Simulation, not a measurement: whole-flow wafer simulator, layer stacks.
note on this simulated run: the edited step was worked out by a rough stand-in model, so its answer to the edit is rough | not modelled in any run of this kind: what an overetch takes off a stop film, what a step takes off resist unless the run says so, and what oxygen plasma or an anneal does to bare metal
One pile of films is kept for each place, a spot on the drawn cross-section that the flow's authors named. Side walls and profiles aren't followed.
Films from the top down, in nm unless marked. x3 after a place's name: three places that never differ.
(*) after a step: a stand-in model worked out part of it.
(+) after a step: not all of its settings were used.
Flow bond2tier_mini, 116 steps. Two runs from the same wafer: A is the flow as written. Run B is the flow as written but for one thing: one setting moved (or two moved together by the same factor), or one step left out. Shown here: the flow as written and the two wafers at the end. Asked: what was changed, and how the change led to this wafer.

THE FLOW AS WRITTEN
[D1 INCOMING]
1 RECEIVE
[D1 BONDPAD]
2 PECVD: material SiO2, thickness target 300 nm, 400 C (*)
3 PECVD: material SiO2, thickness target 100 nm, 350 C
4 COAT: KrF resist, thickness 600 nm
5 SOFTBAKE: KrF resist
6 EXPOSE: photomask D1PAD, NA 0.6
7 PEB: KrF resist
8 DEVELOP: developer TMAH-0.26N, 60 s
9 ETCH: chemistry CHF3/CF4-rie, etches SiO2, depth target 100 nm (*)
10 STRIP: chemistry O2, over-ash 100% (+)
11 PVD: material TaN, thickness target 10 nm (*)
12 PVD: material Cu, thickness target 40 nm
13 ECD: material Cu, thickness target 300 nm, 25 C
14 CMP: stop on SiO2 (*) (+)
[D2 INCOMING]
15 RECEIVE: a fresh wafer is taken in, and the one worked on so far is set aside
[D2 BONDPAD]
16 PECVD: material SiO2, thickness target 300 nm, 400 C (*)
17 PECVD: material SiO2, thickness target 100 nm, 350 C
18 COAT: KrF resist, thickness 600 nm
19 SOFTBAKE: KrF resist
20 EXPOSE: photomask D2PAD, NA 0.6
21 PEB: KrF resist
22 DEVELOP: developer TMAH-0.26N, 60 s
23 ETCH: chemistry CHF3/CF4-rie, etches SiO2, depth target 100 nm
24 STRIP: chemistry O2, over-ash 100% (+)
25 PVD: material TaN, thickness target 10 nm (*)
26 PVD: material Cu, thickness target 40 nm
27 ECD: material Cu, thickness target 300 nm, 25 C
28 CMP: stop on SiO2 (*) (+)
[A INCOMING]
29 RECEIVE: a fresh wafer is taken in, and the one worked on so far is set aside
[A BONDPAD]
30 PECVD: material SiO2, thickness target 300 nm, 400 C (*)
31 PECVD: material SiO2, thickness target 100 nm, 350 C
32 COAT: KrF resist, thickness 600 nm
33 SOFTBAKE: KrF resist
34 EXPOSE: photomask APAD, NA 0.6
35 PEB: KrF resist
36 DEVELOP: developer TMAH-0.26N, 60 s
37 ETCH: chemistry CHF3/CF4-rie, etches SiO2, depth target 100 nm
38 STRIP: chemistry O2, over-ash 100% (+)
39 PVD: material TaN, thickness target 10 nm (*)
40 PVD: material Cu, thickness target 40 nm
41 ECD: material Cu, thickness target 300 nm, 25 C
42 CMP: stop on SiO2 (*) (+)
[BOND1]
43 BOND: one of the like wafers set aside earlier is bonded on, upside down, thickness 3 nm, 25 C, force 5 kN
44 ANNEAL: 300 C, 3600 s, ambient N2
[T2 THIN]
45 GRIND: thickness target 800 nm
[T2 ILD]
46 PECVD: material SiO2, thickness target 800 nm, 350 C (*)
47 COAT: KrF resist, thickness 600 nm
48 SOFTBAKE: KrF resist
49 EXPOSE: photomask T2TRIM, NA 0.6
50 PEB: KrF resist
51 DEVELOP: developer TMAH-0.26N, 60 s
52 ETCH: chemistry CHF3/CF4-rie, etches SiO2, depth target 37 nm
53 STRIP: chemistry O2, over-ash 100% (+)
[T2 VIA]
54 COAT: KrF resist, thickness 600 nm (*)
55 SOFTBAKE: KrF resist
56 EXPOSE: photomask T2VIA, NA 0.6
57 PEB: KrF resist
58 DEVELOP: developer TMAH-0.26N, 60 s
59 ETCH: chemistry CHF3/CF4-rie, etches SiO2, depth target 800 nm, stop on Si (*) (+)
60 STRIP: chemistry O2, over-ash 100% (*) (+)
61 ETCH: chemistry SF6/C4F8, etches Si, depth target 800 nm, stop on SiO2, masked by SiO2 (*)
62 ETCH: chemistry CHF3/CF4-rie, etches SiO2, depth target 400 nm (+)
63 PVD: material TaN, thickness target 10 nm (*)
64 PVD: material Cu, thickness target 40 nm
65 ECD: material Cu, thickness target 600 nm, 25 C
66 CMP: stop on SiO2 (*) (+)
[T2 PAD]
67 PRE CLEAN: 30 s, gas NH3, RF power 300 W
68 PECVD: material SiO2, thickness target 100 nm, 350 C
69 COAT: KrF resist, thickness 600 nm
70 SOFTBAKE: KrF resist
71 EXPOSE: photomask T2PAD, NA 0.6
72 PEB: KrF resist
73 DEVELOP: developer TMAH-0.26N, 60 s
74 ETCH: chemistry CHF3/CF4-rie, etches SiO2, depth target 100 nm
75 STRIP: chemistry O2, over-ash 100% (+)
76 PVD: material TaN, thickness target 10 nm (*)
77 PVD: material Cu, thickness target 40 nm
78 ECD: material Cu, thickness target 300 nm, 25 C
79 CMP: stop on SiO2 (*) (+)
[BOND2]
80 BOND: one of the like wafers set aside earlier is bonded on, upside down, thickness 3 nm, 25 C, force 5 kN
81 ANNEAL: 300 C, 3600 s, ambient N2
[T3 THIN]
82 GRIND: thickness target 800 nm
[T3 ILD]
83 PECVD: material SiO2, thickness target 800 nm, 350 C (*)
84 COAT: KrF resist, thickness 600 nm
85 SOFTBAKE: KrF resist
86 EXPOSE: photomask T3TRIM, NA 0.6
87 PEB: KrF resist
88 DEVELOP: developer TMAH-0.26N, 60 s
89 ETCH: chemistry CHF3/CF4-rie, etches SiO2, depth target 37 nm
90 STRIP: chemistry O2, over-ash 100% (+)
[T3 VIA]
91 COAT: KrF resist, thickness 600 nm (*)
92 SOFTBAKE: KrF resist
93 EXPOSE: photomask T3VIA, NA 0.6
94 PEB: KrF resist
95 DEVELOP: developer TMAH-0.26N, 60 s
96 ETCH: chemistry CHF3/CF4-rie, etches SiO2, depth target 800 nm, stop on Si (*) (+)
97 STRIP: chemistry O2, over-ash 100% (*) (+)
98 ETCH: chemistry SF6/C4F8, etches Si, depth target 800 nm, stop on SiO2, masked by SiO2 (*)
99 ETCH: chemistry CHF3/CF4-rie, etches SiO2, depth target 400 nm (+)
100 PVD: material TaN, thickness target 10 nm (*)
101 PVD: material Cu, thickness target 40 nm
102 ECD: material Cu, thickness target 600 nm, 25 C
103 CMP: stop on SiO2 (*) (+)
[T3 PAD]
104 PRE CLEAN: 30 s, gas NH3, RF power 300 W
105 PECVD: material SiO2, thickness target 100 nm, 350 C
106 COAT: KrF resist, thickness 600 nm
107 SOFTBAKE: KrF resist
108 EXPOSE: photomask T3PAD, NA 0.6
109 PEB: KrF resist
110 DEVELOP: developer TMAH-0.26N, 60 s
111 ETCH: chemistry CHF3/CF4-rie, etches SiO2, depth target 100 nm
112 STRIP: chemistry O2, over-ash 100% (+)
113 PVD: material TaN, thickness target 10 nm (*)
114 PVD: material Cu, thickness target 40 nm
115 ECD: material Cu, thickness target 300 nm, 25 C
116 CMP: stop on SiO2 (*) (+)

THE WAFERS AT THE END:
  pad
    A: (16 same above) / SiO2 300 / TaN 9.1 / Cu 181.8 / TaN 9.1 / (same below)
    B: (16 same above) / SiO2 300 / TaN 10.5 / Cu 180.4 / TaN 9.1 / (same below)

The cause: step 11, PVD: thickness target 11.5 nm was run, where the flow has thickness target 10 nm.

How the change led to this, step by step:
  11 PVD: material TaN, thickness target 10 nm (*)
      field: A TaN +10 (new film) | B TaN +11.5 (new film)
      pad: A TaN +9.1 (new film) | B TaN +10.5 (new film)
      (and at 1 more place)
  14 CMP: stop on SiO2 (*) (+)
      field: A Cu -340 (all of it), TaN -10 (all of it) | B Cu -340 (all of it), TaN -11.5 (all of it)
  43 BOND: one of the like wafers set aside earlier is bonded on, upside down, thickness 3 nm, 25 C, force 5 kN
      pad: A Si +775 um (new film), chemical SiO2 +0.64 (new film), SiO2 +300 (new film), TaN +9.1 (new film), Cu +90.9 | B Si +775 um (new film), chemical SiO2 +0.64 (new film), SiO2 +300 (new film), TaN +10.5 (new film), Cu +89.5
      via: A Si +775 um (new film), chemical SiO2 +0.64 (new film), SiO2 +300 (new film), TaN +9.97 (new film), Cu +90 | B Si +775 um (new film), chemical SiO2 +0.64 (new film), SiO2 +300 (new film), TaN +11.5 (new film), Cu +88.5
